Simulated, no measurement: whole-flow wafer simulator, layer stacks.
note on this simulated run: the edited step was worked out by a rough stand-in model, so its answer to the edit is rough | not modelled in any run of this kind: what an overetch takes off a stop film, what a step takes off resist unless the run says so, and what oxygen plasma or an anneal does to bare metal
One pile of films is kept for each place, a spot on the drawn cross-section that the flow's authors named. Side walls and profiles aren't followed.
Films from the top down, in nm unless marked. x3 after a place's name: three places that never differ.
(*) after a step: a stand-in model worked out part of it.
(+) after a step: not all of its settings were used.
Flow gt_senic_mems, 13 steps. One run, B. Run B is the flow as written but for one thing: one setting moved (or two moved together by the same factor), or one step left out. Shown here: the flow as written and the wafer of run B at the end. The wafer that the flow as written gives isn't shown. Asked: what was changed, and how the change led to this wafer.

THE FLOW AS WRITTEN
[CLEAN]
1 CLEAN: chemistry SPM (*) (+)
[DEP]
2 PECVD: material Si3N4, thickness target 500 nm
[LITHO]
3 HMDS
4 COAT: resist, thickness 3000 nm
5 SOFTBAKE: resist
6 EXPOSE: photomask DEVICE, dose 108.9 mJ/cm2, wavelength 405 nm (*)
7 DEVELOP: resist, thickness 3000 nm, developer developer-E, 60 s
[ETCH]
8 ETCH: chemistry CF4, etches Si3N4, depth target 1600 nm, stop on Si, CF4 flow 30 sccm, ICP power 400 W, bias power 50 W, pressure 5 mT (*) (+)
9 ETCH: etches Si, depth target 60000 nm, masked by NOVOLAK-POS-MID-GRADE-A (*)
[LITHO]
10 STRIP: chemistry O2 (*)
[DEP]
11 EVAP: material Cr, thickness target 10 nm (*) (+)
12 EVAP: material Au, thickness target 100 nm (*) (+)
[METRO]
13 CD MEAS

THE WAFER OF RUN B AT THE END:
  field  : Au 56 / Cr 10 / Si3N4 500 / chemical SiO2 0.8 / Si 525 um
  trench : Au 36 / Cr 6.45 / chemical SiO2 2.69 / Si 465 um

The cause: step 12, EVAP: thickness target 56 nm was run, where the flow has thickness target 100 nm.
It can be read off the wafer: field has Au 56, and step 12 as written asks for 100 nm.

How the change led to this, step by step:
  12 EVAP: material Au, thickness target 100 nm (*) (+)
      field: Au +56 (new film) (as written it would be: Au +100 (new film))
      trench: Au +36 (new film) (as written it would be: Au +64.1 (new film))
